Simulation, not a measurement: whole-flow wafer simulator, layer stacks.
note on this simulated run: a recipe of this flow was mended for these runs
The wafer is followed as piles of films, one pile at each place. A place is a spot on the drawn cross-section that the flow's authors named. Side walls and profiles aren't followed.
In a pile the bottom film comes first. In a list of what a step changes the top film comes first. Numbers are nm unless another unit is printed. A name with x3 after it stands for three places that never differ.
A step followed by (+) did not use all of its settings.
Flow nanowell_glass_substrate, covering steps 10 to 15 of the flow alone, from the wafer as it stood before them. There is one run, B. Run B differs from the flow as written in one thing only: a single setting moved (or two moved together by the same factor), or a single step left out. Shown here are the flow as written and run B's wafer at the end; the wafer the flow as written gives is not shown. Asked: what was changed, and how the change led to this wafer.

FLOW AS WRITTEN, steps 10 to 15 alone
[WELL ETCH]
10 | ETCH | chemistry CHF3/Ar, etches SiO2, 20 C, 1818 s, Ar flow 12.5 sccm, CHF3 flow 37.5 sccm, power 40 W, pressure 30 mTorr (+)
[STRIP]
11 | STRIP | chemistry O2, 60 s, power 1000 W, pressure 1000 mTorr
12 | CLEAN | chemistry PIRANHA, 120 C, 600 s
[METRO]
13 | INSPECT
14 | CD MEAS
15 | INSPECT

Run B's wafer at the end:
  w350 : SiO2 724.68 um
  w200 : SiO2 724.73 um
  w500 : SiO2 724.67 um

The reason: step 10, ETCH: 1909 s was run, though the flow has 1818 s.

The path from the change to this, step by step:
  10 | ETCH | chemistry CHF3/Ar, etches SiO2, 20 C, 1818 s, Ar flow 12.5 sccm, CHF3 flow 37.5 sccm, power 40 W, pressure 30 mTorr (+)
      land: -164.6 UV-NIL-ACRYLATE (as written it would have been: -156.2 UV-NIL-ACRYLATE)
      w350: -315 SiO2 (as written it would have been: -300 SiO2)
      (and at 3 other places as well)
  11 | STRIP | chemistry O2, 60 s, power 1000 W, pressure 1000 mTorr
      land: -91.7 UV-NIL-ACRYLATE (all of it) (as written it would have been: -100.2 UV-NIL-ACRYLATE (all of it))
